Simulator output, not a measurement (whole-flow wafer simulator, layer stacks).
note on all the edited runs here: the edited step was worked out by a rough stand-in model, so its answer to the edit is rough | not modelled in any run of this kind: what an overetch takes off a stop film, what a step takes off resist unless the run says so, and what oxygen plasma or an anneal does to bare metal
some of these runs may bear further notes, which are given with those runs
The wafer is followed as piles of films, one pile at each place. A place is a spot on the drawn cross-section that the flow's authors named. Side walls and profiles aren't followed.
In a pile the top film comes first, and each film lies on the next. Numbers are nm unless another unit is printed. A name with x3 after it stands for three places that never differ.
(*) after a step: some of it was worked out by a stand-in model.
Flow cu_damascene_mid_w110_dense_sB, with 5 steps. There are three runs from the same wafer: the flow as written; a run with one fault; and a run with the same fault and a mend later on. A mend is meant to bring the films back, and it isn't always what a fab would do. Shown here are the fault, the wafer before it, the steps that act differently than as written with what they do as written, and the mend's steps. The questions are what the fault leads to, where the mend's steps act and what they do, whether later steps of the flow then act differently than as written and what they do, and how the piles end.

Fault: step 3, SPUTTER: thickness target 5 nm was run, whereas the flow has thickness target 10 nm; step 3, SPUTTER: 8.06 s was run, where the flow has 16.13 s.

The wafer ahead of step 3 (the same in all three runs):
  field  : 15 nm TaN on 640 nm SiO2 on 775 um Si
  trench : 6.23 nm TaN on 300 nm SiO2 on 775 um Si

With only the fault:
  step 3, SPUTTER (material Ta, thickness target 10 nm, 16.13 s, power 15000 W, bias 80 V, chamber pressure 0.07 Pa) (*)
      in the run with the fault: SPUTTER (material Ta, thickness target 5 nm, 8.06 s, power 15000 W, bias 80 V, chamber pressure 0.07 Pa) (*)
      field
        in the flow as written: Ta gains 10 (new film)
        in the run with the fault: Ta gains 5 (new film)
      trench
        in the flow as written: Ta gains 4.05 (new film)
        in the run with the fault: Ta gains 2.02 (new film)
  Every later step of the flow that is run acts as written, at every place that is followed, to within 2% or 0.5 nm, whichever is larger.
  The piles end different from the flow's at field, trench by more than 2% or 0.5 nm, whichever is larger.
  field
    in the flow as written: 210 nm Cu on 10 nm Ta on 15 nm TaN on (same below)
    in the run with the fault: 210 nm Cu on 5 nm Ta on 15 nm TaN on (same below)
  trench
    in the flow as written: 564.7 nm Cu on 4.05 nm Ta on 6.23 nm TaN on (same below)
    in the run with the fault: 561.7 nm Cu on 2.02 nm Ta on 6.23 nm TaN on (same below)

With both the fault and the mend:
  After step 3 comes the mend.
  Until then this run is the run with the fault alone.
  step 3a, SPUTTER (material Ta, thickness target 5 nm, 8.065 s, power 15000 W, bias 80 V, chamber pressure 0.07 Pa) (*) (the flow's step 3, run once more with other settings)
      field
        Ta gains 5
      trench
        Ta gains 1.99
  Every later step of the flow that is run acts as written at every place that is followed.
  The piles end only slightly different from the flow's at the places that both follow, by no more than 2% or 0.5 nm, whichever is larger.
